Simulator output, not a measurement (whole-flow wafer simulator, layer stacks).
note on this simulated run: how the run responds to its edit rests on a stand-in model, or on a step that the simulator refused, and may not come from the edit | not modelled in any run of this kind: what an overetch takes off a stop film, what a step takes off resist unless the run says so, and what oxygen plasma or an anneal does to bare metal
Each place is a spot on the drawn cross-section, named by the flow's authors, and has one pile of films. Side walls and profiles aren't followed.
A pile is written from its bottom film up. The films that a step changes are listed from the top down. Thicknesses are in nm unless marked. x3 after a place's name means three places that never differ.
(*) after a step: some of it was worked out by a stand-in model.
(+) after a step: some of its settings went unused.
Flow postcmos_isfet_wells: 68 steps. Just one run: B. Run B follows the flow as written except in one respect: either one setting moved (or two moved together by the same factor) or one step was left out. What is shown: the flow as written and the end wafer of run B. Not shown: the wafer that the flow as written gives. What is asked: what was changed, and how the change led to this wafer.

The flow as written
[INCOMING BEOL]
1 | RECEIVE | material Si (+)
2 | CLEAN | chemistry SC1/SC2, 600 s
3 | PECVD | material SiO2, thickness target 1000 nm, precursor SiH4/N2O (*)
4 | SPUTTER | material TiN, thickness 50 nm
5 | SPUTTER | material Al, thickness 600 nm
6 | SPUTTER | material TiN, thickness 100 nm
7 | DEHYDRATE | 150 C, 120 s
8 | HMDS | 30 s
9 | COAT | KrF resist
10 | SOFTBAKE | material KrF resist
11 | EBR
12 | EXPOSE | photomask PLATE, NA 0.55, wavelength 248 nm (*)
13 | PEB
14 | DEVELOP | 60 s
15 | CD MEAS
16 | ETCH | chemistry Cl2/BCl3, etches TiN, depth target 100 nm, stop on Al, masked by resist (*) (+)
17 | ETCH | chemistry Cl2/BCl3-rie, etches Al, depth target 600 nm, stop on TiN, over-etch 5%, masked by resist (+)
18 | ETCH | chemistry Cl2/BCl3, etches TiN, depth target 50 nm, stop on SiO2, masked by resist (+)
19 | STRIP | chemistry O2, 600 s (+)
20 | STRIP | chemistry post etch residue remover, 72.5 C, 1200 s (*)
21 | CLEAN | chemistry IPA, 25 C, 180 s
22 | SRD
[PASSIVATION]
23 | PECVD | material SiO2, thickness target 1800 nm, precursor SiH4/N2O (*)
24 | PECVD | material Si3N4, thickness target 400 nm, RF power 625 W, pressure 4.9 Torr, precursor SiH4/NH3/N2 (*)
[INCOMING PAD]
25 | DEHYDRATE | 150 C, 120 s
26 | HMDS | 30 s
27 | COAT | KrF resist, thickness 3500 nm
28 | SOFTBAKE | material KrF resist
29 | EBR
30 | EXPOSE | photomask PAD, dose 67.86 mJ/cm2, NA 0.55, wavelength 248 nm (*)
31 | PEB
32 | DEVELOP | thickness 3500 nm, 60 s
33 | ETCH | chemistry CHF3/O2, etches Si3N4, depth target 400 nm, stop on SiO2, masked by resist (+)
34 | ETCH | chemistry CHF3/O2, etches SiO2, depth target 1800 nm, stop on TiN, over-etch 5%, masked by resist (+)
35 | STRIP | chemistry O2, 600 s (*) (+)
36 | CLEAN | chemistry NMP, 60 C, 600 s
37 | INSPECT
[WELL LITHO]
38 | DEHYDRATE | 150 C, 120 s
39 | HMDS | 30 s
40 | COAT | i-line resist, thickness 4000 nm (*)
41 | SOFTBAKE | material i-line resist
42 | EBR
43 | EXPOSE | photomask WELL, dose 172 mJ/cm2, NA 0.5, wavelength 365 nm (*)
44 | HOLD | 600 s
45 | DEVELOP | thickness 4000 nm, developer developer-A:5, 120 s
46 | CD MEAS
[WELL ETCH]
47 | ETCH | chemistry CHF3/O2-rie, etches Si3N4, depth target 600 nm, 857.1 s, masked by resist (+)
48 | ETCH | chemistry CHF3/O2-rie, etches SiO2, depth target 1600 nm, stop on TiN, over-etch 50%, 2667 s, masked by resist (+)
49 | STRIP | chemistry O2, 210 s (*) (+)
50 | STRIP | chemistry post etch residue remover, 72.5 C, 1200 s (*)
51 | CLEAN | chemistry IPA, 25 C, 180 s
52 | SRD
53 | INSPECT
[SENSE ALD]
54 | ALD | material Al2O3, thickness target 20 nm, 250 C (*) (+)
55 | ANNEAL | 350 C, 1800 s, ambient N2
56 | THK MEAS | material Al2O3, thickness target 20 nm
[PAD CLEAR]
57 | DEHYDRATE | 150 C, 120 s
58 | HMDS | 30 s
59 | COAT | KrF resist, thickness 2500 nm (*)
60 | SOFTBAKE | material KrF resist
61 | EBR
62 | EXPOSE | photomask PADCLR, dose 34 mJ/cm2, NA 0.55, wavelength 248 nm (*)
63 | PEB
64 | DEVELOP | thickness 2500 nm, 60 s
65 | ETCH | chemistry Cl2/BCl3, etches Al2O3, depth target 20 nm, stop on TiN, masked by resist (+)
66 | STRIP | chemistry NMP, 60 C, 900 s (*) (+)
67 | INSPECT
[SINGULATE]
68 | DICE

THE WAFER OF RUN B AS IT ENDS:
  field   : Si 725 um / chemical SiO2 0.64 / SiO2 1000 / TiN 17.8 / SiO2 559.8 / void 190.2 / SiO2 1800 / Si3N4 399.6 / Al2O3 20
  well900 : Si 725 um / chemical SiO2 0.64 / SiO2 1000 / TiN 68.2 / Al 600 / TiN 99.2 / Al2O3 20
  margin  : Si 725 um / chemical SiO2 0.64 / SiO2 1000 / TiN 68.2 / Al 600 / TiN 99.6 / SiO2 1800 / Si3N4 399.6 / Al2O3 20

The reason: step 4, SPUTTER: thickness 68.25 nm was run, though the flow has thickness 50 nm.
The wafer lets one read it off: well900 has TiN 68.2, and step 4 as written asks for 50 nm.

Step by step, how the change led to this:
  4 | SPUTTER | material TiN, thickness 50 nm
      field, margin, well900, well1300 x3, pad_rim, pad_clr, pad_open: TiN gains 68.2 (new film) (it would be, as written: TiN gains 50 (new film))
  18 | ETCH | chemistry Cl2/BCl3, etches TiN, depth target 50 nm, stop on SiO2, masked by resist (+)
      field: TiN loses 50 (it would be, as written: TiN loses 50 (all of it))
  23 | PECVD | material SiO2, thickness target 1800 nm, precursor SiH4/N2O (*)
      field: SiO2 gains 1800 (new film), void gains 190.2 (new film), SiO2 gains 559.8 (new film) (it would be, as written: SiO2 gains 1800 (new film), void gains 189.9 (new film), SiO2 gains 559.7)
If metal films that touch count as one body, field has 1 body; the flow as written gives 0 bodies.
